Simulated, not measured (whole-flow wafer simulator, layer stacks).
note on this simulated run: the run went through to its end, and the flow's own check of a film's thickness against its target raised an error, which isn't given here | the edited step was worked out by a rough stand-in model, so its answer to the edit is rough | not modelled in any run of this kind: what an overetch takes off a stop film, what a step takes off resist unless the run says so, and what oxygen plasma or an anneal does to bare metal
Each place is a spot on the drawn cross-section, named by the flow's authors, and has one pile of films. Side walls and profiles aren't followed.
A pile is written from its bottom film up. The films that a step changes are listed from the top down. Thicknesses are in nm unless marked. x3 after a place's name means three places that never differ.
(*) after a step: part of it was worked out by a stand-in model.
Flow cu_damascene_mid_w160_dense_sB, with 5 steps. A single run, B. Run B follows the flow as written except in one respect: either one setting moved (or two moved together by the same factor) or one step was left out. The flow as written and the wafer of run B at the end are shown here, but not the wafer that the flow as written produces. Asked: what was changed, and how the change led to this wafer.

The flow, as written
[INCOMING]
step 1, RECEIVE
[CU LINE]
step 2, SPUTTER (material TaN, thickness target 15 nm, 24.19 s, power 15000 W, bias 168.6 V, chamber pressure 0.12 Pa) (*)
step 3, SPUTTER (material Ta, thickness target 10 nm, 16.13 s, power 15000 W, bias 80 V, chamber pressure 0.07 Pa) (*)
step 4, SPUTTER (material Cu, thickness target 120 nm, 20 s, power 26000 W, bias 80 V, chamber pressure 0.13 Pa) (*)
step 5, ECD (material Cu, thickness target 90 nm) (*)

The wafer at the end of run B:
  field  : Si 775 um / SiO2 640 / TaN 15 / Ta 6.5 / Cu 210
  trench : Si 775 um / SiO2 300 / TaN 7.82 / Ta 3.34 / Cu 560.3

The reason: step 3, SPUTTER: thickness target 6.5 nm was run, while the flow as written has thickness target 10 nm; step 3, SPUTTER: 10.48 s was run, where the flow has 16.13 s.
The wafer itself shows it: field has Ta 6.5, and step 3 as written asks for 10 nm.

Step by step, how the change led to this:
  step 3, SPUTTER (material Ta, thickness target 10 nm, 16.13 s, power 15000 W, bias 80 V, chamber pressure 0.07 Pa) (*)
      field: +6.5 Ta (new film) (in the flow as written it would be: +10 Ta (new film))
      trench: +3.34 Ta (new film) (in the flow as written it would be: +5.14 Ta (new film))
